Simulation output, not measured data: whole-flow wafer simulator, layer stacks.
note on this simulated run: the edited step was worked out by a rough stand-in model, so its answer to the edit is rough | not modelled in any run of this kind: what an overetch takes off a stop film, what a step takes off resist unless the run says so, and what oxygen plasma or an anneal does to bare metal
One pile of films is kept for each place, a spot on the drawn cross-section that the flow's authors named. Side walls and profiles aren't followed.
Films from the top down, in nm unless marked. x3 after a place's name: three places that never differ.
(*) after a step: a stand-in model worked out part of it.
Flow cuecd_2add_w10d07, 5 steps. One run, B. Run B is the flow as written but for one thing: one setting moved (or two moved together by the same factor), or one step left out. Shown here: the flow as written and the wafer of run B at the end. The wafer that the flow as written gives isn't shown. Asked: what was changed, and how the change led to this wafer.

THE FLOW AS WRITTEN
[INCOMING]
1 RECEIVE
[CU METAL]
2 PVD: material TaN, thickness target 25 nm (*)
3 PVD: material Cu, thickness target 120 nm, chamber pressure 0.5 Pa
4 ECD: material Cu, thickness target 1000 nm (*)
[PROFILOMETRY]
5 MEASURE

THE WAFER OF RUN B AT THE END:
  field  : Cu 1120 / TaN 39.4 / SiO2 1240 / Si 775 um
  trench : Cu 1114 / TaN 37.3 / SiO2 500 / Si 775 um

The cause: step 2, PVD: thickness target 39.4 nm was run, where the flow has thickness target 25 nm.
It can be read off the wafer: field has TaN 39.4, and step 2 as written asks for 25 nm.

How the change led to this, step by step:
  2 PVD: material TaN, thickness target 25 nm (*)
      field: TaN +39.4 (new film) (as written it would be: TaN +25 (new film))
      trench: TaN +37.3 (new film) (as written it would be: TaN +23.7 (new film))
